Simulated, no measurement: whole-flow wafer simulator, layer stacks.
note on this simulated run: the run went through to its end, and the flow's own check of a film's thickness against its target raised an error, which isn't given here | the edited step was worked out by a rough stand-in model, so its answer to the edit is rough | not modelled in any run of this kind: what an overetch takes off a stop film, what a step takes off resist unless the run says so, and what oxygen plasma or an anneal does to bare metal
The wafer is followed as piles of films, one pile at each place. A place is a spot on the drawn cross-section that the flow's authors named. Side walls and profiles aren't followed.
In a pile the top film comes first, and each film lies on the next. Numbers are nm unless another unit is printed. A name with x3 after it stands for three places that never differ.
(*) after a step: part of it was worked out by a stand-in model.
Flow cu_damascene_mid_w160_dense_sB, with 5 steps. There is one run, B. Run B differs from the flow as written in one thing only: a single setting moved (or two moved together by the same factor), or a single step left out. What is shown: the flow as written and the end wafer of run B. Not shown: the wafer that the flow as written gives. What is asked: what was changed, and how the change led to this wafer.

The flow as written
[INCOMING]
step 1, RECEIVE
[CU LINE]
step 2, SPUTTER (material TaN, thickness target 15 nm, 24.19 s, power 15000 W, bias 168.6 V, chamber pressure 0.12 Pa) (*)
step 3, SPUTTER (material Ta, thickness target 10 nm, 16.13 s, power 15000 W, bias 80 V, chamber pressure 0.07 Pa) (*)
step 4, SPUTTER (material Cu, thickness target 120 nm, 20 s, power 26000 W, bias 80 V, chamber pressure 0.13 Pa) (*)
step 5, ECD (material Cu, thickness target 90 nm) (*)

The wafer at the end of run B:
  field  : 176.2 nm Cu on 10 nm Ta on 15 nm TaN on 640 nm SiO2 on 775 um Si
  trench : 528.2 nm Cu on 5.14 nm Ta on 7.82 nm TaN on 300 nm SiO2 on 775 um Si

What caused this: step 5, ECD: thickness target 56.2 nm was run, though the flow has thickness target 90 nm.

How this came from the change, step by step:
  step 5, ECD (material Cu, thickness target 90 nm) (*)
      field: Cu gains 56.2 (as written it would have been: Cu gains 90)
      trench: Cu gains 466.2 (as written it would have been: Cu gains 500)
